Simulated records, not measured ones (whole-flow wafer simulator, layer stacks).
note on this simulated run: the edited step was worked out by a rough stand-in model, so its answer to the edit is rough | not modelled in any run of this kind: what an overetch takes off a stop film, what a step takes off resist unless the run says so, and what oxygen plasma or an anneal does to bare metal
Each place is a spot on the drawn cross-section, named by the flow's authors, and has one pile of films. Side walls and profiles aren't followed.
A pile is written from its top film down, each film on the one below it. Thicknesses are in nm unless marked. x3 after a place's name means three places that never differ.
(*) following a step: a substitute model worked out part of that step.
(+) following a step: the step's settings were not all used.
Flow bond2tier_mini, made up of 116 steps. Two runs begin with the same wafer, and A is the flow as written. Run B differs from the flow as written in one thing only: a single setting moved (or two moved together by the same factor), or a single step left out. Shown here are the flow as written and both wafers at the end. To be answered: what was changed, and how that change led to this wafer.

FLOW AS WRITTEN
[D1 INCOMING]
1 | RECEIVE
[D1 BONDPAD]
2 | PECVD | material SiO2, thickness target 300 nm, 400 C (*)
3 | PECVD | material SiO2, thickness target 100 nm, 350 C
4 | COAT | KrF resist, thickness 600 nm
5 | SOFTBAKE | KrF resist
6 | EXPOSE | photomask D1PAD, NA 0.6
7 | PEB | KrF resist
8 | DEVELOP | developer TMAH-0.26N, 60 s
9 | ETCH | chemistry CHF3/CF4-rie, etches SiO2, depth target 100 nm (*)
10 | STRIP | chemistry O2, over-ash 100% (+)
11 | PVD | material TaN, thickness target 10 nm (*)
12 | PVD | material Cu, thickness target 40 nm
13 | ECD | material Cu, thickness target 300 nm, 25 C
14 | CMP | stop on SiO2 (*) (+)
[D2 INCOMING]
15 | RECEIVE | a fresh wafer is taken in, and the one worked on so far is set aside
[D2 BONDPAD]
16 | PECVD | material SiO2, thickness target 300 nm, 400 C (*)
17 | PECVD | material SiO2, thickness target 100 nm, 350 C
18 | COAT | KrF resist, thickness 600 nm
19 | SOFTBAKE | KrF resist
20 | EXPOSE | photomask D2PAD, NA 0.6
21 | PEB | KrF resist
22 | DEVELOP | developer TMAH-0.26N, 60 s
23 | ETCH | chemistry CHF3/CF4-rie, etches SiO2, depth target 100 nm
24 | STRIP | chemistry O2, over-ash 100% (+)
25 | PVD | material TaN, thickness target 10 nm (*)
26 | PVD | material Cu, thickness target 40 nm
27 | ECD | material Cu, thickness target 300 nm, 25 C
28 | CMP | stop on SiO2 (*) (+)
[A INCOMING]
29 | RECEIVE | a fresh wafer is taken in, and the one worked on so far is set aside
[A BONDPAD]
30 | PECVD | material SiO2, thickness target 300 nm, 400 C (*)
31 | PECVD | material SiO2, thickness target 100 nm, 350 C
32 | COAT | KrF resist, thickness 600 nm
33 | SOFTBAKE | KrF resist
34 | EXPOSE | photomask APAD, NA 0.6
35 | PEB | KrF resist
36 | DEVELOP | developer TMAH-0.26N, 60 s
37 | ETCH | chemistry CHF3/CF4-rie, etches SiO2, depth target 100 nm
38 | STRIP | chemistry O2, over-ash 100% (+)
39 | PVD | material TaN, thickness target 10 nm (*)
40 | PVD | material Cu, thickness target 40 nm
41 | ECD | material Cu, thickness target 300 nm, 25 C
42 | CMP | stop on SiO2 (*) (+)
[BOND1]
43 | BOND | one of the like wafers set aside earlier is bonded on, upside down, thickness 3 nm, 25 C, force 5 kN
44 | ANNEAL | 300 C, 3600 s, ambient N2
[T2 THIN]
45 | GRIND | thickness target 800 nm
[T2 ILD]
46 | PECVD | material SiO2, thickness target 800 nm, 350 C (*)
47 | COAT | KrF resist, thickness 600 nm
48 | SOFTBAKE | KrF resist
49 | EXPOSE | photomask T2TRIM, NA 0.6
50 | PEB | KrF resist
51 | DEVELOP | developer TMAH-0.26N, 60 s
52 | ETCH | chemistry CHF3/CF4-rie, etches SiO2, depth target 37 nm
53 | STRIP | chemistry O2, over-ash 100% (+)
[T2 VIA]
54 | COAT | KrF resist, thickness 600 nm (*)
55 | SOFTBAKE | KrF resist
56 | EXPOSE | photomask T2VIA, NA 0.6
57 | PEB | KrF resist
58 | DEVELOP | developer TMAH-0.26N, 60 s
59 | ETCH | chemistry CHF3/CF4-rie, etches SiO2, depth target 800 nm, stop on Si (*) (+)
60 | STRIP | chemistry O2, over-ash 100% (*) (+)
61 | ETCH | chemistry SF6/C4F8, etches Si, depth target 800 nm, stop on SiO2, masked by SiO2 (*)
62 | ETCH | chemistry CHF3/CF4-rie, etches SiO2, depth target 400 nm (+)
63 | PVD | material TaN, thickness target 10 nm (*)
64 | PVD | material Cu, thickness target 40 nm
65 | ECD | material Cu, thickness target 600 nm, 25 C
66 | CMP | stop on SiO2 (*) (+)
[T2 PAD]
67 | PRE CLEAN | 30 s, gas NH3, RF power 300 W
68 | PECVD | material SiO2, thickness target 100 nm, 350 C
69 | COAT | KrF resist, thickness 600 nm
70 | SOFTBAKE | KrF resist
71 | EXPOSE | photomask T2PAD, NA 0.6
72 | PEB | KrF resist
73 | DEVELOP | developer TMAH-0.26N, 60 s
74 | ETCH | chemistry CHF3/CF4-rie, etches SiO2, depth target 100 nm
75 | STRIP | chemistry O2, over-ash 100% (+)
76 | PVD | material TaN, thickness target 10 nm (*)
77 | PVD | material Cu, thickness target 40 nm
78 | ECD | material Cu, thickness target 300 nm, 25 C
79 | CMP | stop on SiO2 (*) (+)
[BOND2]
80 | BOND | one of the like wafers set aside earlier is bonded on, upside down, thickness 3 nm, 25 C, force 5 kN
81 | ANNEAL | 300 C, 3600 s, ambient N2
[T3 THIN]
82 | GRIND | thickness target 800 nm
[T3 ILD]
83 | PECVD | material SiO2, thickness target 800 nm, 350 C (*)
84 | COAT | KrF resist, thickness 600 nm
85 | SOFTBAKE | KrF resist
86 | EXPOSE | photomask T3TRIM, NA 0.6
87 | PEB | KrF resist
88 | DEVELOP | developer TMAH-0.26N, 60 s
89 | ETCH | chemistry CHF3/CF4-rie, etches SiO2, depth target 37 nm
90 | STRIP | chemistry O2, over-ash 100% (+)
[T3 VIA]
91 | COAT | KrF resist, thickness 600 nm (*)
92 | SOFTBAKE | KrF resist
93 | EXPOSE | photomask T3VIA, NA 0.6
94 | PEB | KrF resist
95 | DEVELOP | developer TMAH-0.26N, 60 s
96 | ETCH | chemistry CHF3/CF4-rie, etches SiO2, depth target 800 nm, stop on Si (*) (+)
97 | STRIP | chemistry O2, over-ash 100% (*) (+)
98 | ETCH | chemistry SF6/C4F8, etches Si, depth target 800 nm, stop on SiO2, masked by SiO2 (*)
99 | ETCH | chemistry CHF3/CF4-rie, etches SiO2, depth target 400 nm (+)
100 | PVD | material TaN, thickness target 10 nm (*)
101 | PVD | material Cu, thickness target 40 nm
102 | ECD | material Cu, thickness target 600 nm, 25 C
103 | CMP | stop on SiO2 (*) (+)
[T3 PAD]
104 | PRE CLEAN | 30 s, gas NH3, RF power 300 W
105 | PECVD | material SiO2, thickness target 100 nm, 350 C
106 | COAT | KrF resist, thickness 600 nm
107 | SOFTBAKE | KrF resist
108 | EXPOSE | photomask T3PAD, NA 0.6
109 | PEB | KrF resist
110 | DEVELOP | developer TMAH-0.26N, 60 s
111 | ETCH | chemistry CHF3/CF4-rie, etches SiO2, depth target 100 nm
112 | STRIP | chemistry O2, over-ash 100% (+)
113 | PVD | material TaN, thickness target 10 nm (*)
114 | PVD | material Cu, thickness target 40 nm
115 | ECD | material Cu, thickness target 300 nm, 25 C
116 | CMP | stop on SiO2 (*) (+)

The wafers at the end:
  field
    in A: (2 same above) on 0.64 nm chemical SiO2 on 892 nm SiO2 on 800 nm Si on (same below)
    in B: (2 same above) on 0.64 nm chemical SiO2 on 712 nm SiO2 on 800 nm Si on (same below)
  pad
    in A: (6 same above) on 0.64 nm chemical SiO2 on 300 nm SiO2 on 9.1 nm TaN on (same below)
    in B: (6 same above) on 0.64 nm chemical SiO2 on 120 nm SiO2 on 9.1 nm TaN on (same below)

Cause: step 16, PECVD: thickness target 120 nm was run, though the flow has thickness target 300 nm.
The wafer itself shows it: pad has SiO2 120, and step 16 as written asks for 300 nm.

The path from the change to this, step by step:
  16 | PECVD | material SiO2, thickness target 300 nm, 400 C (*)
      field, pad, via: A +300 SiO2 (new film) | B +120 SiO2 (new film)
  80 | BOND | one of the like wafers set aside earlier is bonded on, upside down, thickness 3 nm, 25 C, force 5 kN
      field: A +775 um Si (new film), +0.64 chemical SiO2 (new film), +400 SiO2 | B +775 um Si (new film), +0.64 chemical SiO2 (new film), +220 SiO2
      pad: A +775 um Si (new film), +0.64 chemical SiO2 (new film), +300 SiO2 (new film), +9.1 TaN (new film), +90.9 Cu | B +775 um Si (new film), +0.64 chemical SiO2 (new film), +120 SiO2 (new film), +9.1 TaN (new film), +90.9 Cu
